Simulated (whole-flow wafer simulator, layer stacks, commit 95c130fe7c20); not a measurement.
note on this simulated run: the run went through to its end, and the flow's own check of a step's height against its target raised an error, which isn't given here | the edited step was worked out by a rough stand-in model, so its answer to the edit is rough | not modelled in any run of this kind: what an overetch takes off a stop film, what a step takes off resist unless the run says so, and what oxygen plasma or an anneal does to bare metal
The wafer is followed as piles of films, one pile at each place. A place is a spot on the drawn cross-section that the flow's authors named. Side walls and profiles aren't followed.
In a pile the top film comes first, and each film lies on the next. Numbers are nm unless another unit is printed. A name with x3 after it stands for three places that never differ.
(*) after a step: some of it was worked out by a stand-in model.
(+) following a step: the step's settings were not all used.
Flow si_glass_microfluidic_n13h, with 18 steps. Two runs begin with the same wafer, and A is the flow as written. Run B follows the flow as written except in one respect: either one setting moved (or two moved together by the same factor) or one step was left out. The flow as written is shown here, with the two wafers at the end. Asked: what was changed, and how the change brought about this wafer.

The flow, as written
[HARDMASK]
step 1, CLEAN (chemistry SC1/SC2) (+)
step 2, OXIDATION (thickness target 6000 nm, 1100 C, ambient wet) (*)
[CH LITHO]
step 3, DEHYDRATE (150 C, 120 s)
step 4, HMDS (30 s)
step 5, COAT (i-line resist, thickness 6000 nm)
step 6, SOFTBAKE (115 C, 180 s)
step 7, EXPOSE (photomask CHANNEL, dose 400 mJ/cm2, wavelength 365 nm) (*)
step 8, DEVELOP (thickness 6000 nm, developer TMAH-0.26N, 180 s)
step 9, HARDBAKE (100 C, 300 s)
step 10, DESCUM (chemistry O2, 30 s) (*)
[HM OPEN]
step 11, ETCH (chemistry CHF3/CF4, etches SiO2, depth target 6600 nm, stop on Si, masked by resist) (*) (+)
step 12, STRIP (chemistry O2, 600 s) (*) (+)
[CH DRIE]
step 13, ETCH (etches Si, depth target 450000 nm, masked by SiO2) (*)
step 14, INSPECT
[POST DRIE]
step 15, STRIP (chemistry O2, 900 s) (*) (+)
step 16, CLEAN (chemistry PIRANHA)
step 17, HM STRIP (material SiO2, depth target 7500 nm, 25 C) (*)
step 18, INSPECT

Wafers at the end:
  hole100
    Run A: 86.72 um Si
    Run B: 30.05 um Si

Cause: step 13, ETCH: depth target 506200 nm was run, while the flow as written has depth target 450000 nm.

The path from the change to this, step by step:
  step 13, ETCH (etches Si, depth target 450000 nm, masked by SiO2) (*)
      land: A -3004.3 SiO2 | B -3382.1 SiO2
      hole100: A -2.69 chemical SiO2 (all of it), -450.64 um Si | B -2.69 chemical SiO2 (all of it), -507.31 um Si
  step 17, HM STRIP (material SiO2, depth target 7500 nm, 25 C) (*)
      land: A -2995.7 SiO2 (all of it) | B -2617.9 SiO2 (all of it)
